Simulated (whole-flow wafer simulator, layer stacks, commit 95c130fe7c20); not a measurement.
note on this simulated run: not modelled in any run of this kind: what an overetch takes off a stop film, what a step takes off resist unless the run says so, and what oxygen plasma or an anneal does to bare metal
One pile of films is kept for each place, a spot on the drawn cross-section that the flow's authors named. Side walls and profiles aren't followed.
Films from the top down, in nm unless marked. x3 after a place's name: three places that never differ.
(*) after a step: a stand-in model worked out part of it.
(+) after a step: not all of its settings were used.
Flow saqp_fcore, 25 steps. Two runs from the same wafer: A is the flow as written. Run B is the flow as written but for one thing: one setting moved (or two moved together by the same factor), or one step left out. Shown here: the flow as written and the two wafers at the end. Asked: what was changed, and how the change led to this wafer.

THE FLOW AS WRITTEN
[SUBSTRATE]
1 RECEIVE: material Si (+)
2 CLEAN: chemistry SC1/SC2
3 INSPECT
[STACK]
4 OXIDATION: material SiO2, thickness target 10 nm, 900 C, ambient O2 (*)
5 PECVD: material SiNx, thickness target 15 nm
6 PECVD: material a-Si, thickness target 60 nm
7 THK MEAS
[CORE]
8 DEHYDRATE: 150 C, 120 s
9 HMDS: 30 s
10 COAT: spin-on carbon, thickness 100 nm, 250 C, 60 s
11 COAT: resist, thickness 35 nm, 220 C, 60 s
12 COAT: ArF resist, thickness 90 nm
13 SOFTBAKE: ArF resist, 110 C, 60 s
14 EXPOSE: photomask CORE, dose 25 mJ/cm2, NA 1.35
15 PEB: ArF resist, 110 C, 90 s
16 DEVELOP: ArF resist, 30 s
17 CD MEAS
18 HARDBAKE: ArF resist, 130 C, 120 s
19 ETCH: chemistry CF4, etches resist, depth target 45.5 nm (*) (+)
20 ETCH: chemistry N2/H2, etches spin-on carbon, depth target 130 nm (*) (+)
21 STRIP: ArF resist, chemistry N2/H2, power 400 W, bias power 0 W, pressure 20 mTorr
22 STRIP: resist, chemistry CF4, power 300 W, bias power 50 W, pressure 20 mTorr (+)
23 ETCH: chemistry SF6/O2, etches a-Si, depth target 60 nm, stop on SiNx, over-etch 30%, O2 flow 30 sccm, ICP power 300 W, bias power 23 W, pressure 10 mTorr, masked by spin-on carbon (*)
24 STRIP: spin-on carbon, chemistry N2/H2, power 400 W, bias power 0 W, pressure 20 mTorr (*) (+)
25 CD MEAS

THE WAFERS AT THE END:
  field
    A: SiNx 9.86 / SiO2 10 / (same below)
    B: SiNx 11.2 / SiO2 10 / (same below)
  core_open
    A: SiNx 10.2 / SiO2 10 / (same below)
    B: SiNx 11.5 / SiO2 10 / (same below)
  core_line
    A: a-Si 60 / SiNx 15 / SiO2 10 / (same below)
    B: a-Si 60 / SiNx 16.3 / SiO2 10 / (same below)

The cause: step 5, PECVD: thickness target 16.3 nm was run, where the flow has thickness target 15 nm.
It can be read off the wafer: core_line has SiNx 16.3, and step 5 as written asks for 15 nm.

How the change led to this, step by step:
  5 PECVD: material SiNx, thickness target 15 nm
      field, core_open, core_line: A SiNx +15 (new film) | B SiNx +16.3 (new film)
